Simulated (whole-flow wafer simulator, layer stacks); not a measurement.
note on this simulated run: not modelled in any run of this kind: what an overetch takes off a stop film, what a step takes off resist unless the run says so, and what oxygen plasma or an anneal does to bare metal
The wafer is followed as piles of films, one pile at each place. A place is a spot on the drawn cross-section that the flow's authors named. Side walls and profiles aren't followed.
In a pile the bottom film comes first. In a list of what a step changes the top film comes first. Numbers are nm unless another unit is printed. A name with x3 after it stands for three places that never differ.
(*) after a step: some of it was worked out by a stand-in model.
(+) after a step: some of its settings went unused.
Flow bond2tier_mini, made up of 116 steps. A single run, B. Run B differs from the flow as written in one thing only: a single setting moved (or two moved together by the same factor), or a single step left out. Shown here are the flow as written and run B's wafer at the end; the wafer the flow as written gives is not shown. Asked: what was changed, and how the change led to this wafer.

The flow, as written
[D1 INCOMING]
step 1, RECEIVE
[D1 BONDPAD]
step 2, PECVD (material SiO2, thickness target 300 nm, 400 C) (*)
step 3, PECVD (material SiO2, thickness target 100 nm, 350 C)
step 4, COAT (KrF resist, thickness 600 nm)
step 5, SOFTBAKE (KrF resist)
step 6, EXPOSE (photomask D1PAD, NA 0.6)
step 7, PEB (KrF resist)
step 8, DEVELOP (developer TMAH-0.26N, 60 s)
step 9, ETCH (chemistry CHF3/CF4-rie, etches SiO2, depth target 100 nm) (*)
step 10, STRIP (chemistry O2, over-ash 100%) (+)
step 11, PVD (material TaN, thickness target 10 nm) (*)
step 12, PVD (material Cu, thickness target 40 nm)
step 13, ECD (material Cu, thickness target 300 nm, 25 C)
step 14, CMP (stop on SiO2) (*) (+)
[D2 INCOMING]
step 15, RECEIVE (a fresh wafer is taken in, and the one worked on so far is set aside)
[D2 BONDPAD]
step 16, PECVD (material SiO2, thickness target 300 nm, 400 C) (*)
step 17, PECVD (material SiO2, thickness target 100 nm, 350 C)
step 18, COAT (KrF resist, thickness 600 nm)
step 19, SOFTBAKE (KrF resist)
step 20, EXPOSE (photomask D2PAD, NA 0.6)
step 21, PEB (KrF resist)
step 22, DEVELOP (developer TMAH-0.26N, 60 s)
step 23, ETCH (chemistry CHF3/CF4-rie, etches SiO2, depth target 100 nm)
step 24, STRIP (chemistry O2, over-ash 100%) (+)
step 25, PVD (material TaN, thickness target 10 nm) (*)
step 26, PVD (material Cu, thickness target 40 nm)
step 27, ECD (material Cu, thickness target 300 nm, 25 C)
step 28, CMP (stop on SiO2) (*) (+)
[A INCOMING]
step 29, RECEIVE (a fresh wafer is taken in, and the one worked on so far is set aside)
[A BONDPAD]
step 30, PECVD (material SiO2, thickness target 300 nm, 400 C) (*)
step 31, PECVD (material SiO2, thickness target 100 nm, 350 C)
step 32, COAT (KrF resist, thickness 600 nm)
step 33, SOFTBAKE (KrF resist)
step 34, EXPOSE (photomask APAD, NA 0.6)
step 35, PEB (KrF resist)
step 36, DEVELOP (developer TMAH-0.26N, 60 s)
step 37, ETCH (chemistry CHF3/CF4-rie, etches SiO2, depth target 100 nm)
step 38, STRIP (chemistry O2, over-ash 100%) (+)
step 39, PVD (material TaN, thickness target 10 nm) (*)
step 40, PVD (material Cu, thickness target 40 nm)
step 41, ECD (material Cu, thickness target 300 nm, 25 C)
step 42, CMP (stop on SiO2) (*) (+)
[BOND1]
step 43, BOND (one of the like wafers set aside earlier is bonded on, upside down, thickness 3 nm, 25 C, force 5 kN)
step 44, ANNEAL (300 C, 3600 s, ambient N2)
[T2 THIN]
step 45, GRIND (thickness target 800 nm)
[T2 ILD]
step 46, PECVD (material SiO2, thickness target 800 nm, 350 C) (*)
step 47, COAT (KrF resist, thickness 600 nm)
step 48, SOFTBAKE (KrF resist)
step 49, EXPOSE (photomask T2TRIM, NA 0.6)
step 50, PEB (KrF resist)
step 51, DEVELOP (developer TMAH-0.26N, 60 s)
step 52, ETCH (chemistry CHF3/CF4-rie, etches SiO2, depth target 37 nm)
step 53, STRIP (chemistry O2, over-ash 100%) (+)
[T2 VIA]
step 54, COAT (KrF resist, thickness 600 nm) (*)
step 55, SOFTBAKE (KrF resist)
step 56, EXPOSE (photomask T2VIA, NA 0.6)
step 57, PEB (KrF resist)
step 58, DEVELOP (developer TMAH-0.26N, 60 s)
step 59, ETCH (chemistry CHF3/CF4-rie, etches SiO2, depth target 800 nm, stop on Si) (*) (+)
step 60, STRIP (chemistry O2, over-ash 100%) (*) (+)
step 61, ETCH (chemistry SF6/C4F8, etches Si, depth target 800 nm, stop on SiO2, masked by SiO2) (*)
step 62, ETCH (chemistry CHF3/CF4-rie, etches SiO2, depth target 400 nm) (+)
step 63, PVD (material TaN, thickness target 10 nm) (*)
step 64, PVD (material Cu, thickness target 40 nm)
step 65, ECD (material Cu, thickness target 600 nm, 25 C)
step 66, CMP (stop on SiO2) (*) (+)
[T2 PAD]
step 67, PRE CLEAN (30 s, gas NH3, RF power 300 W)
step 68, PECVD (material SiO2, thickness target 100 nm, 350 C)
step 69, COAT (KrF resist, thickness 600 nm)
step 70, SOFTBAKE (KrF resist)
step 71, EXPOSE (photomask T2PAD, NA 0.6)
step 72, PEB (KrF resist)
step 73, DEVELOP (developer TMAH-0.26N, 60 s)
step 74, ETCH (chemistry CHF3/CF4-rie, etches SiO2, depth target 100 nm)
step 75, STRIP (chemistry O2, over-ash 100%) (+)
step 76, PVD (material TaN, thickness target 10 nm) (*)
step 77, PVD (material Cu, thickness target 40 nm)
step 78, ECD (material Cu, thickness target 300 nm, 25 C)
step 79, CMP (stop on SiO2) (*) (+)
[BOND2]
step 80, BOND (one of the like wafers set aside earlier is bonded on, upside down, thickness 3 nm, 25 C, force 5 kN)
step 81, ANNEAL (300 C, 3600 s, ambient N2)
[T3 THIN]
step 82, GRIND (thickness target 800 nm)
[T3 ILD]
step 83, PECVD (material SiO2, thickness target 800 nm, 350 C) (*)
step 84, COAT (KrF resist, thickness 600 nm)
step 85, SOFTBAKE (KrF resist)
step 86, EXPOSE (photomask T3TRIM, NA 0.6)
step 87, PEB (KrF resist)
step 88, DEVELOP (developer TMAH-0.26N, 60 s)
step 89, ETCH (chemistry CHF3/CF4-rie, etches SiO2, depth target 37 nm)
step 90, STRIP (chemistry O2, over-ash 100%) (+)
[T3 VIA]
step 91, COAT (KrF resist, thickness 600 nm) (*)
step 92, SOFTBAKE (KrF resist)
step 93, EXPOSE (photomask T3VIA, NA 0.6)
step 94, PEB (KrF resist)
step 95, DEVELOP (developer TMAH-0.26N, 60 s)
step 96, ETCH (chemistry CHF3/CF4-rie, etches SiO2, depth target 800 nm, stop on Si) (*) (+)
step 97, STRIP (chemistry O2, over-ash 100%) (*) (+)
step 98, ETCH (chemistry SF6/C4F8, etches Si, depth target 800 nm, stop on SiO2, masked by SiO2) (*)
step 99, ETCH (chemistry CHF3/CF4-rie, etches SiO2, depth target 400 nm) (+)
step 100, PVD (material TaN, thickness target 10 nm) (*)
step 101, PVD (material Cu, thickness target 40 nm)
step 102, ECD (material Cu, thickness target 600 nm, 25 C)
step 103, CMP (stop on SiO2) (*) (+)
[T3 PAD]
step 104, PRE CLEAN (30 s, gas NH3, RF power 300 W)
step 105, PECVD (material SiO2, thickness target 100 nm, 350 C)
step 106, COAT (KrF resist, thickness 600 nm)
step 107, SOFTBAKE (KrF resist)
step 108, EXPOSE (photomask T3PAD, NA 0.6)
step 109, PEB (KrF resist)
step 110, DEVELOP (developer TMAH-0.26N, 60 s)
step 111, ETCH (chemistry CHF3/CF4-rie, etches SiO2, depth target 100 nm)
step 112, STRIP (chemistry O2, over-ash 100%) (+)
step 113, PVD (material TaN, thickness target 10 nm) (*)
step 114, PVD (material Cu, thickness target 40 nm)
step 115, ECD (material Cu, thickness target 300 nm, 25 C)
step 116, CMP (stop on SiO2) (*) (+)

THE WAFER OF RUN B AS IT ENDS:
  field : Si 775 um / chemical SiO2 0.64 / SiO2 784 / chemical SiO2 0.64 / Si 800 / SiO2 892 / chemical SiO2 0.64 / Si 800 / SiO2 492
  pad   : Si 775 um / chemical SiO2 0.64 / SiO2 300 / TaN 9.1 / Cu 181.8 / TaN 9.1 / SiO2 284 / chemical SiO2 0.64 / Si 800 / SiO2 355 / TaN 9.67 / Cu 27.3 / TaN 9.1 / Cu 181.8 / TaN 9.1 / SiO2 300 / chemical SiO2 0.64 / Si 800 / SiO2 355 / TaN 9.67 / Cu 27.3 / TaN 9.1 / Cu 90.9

The reason: step 3, PECVD: thickness target 84 nm was run, while the flow as written has thickness target 100 nm.

How this came from the change, step by step:
  step 3, PECVD (material SiO2, thickness target 100 nm, 350 C)
      field, pad, via: SiO2 gains 84 (it would be, as written: SiO2 gains 100)
  step 43, BOND (one of the like wafers set aside earlier is bonded on, upside down, thickness 3 nm, 25 C, force 5 kN)
      field: Si gains 775 um (new film), chemical SiO2 gains 0.64 (new film), SiO2 gains 384 (it would be, as written: Si gains 775 um (new film), chemical SiO2 gains 0.64 (new film), SiO2 gains 400)
      pad: Si gains 775 um (new film), chemical SiO2 gains 0.64 (new film), SiO2 gains 284 (new film), TaN gains 9.1 (new film), Cu gains 90.9 (it would be, as written: Si gains 775 um (new film), chemical SiO2 gains 0.64 (new film), SiO2 gains 300 (new film), TaN gains 9.1 (new film), Cu gains 90.9)
      (also at 1 further place)
